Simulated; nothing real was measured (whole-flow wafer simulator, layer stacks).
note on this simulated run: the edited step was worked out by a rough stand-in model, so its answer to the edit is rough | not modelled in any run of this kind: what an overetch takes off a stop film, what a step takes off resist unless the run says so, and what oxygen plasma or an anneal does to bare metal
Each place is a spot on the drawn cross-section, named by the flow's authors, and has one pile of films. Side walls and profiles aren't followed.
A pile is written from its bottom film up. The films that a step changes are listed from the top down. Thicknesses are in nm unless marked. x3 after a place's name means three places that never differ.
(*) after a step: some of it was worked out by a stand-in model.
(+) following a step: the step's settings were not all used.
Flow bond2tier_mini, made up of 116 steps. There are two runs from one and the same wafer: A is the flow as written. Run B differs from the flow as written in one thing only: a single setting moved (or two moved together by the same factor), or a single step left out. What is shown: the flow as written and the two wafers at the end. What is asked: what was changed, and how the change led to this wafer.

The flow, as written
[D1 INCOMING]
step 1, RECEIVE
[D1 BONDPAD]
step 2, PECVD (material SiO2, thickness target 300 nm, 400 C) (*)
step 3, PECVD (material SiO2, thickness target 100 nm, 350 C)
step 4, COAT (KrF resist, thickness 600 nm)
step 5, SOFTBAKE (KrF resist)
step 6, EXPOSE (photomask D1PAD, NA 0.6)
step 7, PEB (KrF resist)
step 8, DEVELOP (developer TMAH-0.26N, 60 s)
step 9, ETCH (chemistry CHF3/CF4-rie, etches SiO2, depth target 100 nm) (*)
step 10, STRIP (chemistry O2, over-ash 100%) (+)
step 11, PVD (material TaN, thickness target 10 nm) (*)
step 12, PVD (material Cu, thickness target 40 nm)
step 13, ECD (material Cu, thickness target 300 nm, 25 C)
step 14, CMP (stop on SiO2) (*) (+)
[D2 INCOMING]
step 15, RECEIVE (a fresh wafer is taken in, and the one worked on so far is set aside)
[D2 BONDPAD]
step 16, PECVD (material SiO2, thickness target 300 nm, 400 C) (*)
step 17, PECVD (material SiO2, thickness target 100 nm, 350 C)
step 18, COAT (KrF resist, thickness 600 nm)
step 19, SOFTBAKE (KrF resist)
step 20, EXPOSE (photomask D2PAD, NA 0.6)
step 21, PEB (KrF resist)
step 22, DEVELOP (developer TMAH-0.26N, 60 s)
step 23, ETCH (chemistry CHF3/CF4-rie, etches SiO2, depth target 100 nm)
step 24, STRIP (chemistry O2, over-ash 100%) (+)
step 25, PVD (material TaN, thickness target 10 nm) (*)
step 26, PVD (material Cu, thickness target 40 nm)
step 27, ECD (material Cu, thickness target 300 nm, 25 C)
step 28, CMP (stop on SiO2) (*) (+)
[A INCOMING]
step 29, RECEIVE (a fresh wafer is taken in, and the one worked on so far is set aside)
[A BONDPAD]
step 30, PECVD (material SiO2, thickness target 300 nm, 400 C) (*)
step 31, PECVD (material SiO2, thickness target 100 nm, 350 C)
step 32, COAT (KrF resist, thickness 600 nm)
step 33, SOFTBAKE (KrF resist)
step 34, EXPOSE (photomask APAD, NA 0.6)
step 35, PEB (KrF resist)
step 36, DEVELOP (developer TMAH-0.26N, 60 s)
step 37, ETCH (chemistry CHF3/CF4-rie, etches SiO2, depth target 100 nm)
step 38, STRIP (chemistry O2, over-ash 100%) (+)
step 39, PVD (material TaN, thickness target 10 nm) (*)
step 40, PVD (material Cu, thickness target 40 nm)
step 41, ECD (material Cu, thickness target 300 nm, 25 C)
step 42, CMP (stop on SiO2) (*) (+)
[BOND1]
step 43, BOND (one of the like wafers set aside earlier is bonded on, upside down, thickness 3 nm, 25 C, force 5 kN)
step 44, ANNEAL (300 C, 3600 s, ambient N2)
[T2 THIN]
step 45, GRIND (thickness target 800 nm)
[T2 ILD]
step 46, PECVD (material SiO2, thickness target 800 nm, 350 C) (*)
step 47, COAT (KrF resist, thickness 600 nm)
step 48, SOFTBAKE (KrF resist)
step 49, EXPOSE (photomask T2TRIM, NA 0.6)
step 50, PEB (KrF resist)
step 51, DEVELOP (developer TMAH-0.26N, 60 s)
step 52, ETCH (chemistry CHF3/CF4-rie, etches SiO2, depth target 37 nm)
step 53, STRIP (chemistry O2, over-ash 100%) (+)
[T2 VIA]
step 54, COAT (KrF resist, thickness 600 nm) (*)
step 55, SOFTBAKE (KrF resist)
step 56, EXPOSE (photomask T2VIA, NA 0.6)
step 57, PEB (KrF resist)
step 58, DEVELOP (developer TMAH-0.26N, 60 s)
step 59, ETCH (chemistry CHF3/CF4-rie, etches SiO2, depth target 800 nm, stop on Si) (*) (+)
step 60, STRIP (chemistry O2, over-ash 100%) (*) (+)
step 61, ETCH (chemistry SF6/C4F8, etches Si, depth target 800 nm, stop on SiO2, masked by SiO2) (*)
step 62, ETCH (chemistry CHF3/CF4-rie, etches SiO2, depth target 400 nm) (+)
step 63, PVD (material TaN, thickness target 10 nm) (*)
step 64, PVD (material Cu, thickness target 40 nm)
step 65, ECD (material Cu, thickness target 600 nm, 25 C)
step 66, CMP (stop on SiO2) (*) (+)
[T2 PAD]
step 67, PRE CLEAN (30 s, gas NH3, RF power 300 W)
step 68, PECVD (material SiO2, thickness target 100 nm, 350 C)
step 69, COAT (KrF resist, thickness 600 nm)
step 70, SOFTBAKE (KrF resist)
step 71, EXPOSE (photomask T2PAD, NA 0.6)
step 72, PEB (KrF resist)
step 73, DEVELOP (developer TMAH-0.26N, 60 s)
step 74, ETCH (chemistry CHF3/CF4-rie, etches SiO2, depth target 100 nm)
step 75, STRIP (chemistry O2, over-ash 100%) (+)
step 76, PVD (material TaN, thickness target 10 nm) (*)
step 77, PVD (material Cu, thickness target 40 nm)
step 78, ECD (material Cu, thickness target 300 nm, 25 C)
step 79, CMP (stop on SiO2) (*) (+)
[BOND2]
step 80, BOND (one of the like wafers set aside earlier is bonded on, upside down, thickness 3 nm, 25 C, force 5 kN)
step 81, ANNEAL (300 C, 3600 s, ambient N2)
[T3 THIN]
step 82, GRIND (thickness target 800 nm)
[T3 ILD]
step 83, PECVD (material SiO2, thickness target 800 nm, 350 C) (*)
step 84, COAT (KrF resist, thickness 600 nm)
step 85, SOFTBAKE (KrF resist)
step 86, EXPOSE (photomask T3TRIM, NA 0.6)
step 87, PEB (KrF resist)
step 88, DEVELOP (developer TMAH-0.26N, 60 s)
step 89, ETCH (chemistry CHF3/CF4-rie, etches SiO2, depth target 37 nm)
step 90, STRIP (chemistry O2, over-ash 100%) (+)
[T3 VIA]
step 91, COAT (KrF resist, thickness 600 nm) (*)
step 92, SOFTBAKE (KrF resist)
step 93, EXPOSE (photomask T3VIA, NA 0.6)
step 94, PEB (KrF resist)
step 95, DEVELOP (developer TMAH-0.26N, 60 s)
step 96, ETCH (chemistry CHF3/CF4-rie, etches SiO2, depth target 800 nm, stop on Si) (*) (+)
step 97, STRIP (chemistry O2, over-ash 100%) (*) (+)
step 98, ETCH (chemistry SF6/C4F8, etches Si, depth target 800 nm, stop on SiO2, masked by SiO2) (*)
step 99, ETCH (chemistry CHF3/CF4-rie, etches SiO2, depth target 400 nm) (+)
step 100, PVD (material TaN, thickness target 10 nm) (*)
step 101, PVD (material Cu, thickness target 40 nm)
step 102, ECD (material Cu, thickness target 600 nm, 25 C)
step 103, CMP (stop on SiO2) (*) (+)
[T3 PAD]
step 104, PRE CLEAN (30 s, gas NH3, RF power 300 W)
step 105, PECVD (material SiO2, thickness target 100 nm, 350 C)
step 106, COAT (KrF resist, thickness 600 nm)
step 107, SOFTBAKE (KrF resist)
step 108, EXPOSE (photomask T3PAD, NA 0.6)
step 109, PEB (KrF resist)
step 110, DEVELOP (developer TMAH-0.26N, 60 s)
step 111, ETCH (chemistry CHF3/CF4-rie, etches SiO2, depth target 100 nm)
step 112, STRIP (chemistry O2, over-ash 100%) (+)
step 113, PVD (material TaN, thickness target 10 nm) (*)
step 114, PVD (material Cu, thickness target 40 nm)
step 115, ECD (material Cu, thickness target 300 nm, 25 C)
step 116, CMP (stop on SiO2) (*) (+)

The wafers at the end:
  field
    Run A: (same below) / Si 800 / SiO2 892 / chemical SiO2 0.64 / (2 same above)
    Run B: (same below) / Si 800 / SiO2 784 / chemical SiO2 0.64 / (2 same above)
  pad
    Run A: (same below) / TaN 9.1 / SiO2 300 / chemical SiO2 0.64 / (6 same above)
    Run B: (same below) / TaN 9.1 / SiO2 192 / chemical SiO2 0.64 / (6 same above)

Cause: step 16, PECVD: thickness target 192 nm was run, though the flow has thickness target 300 nm.
The wafer itself shows it: pad has SiO2 192, and step 16 as written asks for 300 nm.

How this came from the change, step by step:
  step 16, PECVD (material SiO2, thickness target 300 nm, 400 C) (*)
      field, pad, via: A SiO2 gains 300 (new film) | B SiO2 gains 192 (new film)
  step 80, BOND (one of the like wafers set aside earlier is bonded on, upside down, thickness 3 nm, 25 C, force 5 kN)
      field: A Si gains 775 um (new film), chemical SiO2 gains 0.64 (new film), SiO2 gains 400 | B Si gains 775 um (new film), chemical SiO2 gains 0.64 (new film), SiO2 gains 292
      pad: A Si gains 775 um (new film), chemical SiO2 gains 0.64 (new film), SiO2 gains 300 (new film), TaN gains 9.1 (new film), Cu gains 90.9 | B Si gains 775 um (new film), chemical SiO2 gains 0.64 (new film), SiO2 gains 192 (new film), TaN gains 9.1 (new film), Cu gains 90.9
